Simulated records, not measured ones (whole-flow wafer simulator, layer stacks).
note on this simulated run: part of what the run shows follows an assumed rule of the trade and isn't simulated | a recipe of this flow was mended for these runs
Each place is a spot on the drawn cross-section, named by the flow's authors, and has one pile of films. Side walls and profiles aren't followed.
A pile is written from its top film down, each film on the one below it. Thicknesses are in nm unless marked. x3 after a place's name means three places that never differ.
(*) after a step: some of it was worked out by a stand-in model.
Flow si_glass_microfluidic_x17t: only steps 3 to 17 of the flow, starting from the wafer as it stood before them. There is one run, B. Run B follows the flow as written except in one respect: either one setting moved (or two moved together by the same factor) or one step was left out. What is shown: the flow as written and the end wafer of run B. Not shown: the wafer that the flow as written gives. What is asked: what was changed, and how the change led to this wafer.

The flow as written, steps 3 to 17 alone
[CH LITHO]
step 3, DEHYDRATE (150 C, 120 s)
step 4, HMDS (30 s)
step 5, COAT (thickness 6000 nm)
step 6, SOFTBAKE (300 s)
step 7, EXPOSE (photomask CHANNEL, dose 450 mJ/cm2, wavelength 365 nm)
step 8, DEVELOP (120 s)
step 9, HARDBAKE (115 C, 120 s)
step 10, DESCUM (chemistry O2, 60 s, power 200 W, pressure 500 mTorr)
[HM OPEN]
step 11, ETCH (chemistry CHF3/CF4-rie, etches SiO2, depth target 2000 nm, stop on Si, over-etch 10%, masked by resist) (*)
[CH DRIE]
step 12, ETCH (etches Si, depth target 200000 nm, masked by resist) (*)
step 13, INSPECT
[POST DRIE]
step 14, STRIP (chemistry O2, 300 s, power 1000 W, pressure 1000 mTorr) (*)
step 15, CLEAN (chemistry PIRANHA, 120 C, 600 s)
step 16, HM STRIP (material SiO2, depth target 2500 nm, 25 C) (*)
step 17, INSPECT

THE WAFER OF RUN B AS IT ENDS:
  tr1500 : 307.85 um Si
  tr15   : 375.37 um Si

What caused this: step 5, COAT: thickness 9600 nm was run, while the flow as written has thickness 6000 nm.

How this came from the change, step by step:
  step 5, COAT (thickness 6000 nm)
      land, tr110, tr1500, tr15: thick-i-line-resist gains 9600 (new film) (it would be, as written: thick-i-line-resist gains 6000 (new film))
  step 8, DEVELOP (120 s)
      tr110, tr1500, tr15: thick-i-line-resist loses 9600 (all of it) (it would be, as written: thick-i-line-resist loses 6000 (all of it))
  step 9, HARDBAKE (115 C, 120 s)
      land: thick-i-line-resist loses 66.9 (it would be, as written: thick-i-line-resist loses 33.5)
  step 12, ETCH (etches Si, depth target 200000 nm, masked by resist) (*)
      tr1500: Si loses 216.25 um (it would be, as written: Si loses 215.73 um)
      tr15: Si loses 148.73 um (it would be, as written: Si loses 149.99 um)
  step 14, STRIP (chemistry O2, 300 s, power 1000 W, pressure 1000 mTorr) (*)
      land: thick-i-line-resist loses 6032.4 (all of it) (it would be, as written: thick-i-line-resist loses 2472.3 (all of it))
